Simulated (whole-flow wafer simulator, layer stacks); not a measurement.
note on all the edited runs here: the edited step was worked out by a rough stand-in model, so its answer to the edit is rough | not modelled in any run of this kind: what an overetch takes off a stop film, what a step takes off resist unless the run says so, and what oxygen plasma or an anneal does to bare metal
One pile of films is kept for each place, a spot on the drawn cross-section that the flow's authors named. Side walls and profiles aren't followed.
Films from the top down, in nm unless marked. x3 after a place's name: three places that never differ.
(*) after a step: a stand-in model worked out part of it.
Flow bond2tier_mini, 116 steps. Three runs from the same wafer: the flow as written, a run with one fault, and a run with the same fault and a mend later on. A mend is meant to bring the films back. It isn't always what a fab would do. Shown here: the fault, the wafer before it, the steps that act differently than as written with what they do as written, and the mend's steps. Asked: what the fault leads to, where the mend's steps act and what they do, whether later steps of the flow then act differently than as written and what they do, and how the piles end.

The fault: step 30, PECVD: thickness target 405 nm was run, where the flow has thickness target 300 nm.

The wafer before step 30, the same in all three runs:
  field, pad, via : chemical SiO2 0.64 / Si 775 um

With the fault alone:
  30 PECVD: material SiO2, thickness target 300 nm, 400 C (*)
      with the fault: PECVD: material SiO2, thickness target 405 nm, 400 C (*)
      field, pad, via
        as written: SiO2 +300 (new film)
        with the fault: SiO2 +405 (new film)
  No later step of the flow acts differently than as written at any place that is followed.
  At the end the piles differ from the flow's by more than 2% or 0.5 nm, whichever is larger, at field, pad.
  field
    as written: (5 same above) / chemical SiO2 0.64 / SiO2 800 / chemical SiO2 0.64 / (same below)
    with the fault: (5 same above) / chemical SiO2 0.64 / SiO2 905 / chemical SiO2 0.64 / (same below)
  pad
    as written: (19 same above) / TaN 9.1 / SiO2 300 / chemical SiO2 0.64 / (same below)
    with the fault: (19 same above) / TaN 9.1 / SiO2 405 / chemical SiO2 0.64 / (same below)

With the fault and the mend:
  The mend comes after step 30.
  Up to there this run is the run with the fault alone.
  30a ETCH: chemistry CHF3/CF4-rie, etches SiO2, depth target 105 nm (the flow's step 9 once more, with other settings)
      field, pad, via
        SiO2 -105
  No later step of the flow acts differently than as written at any place that is followed.
  At the end the piles are the same as the flow's at every place that both follow.
